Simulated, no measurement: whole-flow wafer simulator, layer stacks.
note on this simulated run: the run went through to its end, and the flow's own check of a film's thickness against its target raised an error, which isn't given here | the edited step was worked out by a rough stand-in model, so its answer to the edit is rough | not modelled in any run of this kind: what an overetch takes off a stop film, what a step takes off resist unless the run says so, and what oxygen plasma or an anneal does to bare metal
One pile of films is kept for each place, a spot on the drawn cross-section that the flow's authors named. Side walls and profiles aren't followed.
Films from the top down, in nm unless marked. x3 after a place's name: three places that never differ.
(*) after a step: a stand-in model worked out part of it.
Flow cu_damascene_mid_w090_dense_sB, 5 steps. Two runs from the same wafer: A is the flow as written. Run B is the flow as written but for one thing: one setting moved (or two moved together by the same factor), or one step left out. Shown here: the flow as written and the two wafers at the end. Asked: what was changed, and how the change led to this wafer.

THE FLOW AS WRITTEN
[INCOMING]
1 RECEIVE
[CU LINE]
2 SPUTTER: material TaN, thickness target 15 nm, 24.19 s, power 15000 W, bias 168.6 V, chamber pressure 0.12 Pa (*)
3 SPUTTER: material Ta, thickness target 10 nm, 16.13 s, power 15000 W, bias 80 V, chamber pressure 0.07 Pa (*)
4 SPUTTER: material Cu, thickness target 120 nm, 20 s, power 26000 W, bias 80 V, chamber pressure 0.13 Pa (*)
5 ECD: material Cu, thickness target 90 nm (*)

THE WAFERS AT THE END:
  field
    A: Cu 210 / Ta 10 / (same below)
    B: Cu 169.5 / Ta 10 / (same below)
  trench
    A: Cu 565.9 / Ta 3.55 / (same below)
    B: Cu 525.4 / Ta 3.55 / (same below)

The cause: step 5, ECD: thickness target 49.5 nm was run, where the flow has thickness target 90 nm.

How the change led to this, step by step:
  5 ECD: material Cu, thickness target 90 nm (*)
      field: A Cu +90 | B Cu +49.5
      trench: A Cu +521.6 | B Cu +481.1
